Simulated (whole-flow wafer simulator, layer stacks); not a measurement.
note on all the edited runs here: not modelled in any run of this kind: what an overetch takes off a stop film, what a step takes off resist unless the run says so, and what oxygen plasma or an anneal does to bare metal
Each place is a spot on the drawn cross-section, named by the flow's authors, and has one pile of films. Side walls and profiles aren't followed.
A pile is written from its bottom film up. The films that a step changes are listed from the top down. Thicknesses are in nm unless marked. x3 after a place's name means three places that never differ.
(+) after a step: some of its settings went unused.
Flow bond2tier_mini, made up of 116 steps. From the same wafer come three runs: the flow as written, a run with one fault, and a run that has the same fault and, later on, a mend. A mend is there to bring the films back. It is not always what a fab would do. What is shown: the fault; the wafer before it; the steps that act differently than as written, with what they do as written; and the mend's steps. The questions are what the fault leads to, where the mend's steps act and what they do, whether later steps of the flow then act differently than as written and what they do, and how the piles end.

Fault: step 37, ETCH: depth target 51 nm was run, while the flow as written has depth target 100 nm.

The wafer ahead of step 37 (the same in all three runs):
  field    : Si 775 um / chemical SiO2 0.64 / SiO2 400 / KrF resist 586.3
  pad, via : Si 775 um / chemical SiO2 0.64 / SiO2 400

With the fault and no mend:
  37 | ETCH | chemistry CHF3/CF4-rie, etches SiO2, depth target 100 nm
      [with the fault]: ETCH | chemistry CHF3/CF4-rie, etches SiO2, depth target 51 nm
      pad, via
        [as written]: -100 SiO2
        [with the fault]: -51 SiO2
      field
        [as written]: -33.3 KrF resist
        [with the fault]: -17 KrF resist
  Later steps of the flow acting differently than as written (1 more step, not shown, differs only slightly: by at most 2% or 0.5 nm, whichever is larger):
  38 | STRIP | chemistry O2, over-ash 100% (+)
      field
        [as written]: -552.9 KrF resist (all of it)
        [with the fault]: -569.3 KrF resist (all of it)
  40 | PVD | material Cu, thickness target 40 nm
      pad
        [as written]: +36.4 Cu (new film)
        [with the fault]: +38.1 Cu (new film)
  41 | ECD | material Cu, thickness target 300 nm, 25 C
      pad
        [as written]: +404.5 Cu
        [with the fault]: +353.3 Cu
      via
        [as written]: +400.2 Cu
        [with the fault]: +351 Cu
  The piles end different from the flow's at pad by more than 2% or 0.5 nm, whichever is larger.
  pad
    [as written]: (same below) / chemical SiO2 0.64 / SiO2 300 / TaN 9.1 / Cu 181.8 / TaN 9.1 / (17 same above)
    [with the fault]: (same below) / chemical SiO2 0.64 / SiO2 349 / TaN 9.54 / Cu 132.4 / TaN 9.1 / (17 same above)

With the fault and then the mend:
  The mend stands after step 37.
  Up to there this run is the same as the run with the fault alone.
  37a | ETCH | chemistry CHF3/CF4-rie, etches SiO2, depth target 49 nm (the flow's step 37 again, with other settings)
      pad, via
        -49 SiO2
      field
        -16.3 KrF resist
  None of the later steps of the flow acts differently than as written at any place that is followed.
  By the end, the piles equal the flow's at every place that both follow.
